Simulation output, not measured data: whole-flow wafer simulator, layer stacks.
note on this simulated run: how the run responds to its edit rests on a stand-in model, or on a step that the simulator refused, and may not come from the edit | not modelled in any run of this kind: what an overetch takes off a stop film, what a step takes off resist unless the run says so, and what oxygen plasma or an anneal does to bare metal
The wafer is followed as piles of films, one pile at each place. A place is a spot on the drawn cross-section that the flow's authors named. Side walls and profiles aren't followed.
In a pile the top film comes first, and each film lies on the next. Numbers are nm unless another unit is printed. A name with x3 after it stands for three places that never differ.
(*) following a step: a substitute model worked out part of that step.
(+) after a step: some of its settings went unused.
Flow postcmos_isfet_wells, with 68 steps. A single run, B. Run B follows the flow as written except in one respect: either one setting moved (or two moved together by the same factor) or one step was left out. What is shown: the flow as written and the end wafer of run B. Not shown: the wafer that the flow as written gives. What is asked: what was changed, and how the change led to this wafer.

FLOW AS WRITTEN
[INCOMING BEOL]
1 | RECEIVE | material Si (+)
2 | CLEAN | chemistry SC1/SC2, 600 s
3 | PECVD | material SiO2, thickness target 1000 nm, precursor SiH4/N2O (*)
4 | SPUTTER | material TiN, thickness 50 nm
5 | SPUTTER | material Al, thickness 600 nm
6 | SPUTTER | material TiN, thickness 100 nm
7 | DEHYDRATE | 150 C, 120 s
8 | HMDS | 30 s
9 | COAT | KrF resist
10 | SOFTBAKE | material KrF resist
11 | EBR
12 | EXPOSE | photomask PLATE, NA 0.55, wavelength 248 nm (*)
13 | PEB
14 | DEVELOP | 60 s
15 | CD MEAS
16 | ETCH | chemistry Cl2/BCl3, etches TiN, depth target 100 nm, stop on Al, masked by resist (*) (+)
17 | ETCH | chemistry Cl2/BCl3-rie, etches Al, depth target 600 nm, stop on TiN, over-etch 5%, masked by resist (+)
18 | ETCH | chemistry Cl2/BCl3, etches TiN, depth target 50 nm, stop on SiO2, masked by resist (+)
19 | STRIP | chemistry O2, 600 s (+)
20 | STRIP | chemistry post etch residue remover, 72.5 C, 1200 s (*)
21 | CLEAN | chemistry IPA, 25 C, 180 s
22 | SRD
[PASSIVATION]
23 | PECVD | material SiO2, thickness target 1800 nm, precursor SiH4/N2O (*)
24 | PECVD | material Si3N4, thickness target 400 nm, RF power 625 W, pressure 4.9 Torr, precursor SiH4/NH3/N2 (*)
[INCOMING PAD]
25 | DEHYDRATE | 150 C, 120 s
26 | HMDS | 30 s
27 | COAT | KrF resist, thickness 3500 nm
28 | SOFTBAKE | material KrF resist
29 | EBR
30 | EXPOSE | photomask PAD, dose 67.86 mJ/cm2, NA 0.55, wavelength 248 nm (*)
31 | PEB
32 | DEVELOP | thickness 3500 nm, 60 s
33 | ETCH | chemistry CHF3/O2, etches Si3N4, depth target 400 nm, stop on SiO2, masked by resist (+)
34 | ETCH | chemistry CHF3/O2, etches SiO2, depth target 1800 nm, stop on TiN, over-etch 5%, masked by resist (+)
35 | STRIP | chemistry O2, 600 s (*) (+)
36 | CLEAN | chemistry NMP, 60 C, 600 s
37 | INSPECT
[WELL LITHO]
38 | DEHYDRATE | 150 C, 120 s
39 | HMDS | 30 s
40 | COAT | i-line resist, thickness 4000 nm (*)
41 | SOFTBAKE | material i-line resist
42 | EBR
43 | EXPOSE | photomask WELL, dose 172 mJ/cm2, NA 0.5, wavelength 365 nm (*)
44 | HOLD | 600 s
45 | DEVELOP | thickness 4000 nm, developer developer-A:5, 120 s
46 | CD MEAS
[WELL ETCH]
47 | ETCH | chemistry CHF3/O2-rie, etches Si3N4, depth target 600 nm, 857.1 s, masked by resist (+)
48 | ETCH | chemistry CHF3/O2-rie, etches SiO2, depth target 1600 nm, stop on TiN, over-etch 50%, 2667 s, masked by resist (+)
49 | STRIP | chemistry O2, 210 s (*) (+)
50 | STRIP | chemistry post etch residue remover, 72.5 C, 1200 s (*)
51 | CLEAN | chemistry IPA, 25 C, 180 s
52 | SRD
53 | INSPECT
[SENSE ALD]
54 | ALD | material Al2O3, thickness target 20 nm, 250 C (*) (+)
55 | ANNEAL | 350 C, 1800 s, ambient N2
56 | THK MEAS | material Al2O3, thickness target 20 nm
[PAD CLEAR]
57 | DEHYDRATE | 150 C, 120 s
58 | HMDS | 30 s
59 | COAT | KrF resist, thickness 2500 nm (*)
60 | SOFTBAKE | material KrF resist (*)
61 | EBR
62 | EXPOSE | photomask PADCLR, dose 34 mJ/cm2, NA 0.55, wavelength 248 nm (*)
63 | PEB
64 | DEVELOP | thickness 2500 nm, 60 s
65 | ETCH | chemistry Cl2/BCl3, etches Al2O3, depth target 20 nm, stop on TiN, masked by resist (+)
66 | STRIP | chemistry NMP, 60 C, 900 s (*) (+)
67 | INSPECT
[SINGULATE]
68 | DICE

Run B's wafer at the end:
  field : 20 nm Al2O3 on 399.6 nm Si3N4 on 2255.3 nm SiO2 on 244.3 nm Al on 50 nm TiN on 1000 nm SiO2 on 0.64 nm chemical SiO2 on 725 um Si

The reason: step 17, ETCH: depth target 300 nm was run, though the flow has depth target 600 nm.

The path from the change to this, step by step:
  17 | ETCH | chemistry Cl2/BCl3-rie, etches Al, depth target 600 nm, stop on TiN, over-etch 5%, masked by resist (+)
      field: -300 Al (in the flow as written it would be: -600 Al (all of it))
      margin, well900, well1300, well2000, well3000, pad_rim, pad_clr, pad_open: -150 KrF resist (in the flow as written it would be: -300 KrF resist)
  18 | ETCH | chemistry Cl2/BCl3, etches TiN, depth target 50 nm, stop on SiO2, masked by resist (+)
      field: -50 Al (in the flow as written it would be: -50 TiN (all of it))
  19 | STRIP | chemistry O2, 600 s (+)
      margin, well900, well1300, well2000, well3000, pad_rim, pad_clr, pad_open: -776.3 KrF resist (all of it) (in the flow as written it would be: -626.3 KrF resist (all of it))
  20 | STRIP | chemistry post etch residue remover, 72.5 C, 1200 s (*)
      field: -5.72 Al (in the flow as written it would be: nothing)
  23 | PECVD | material SiO2, thickness target 1800 nm, precursor SiH4/N2O (*)
      field: +2255.3 SiO2 (new film) (in the flow as written it would be: +1800 SiO2 (new film), +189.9 void (new film), +559.7 SiO2)
Taking metal films that touch as one body, field has 1 body; the flow as written gives 0 bodies.
